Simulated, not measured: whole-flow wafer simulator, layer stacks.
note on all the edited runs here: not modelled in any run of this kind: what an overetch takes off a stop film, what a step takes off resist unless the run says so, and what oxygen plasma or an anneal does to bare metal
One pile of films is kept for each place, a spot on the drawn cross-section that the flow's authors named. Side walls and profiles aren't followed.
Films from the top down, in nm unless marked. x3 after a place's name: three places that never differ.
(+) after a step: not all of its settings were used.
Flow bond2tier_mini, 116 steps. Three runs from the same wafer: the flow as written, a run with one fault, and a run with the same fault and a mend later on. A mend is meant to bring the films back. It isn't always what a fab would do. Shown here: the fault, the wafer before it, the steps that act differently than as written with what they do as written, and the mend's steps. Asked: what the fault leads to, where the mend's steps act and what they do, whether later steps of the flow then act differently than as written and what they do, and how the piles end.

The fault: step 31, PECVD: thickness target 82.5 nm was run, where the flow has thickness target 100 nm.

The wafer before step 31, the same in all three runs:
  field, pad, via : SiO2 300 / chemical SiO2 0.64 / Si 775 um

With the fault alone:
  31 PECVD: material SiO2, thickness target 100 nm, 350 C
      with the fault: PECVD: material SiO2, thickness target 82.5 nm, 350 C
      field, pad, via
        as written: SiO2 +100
        with the fault: SiO2 +82.5
  No later step of the flow acts differently than as written at any place that is followed.
  At the end the piles differ from the flow's by more than 2% or 0.5 nm, whichever is larger, at field, pad.
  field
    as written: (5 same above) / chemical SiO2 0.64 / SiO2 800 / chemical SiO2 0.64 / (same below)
    with the fault: (5 same above) / chemical SiO2 0.64 / SiO2 782.5 / chemical SiO2 0.64 / (same below)
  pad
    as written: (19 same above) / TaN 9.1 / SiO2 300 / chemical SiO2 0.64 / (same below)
    with the fault: (19 same above) / TaN 9.1 / SiO2 282.5 / chemical SiO2 0.64 / (same below)

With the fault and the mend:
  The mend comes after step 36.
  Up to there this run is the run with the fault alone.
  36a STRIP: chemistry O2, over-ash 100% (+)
      field
        KrF resist -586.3 (all of it)
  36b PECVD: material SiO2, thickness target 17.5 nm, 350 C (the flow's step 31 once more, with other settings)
      field, pad, via
        SiO2 +17.5
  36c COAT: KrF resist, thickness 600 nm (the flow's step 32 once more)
      field, pad, via
        KrF resist +600 (new film)
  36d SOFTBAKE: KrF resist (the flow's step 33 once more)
      changes no film at any place that is followed
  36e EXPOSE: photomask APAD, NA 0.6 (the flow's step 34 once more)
      changes no film at any place that is followed
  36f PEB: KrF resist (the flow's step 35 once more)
      changes no film at any place that is followed
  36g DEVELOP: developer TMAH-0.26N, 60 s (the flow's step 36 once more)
      pad, via
        KrF resist -600 (all of it)
      field
        KrF resist -13.7
  No later step of the flow acts differently than as written at any place that is followed.
  At the end the piles are the same as the flow's at every place that both follow.
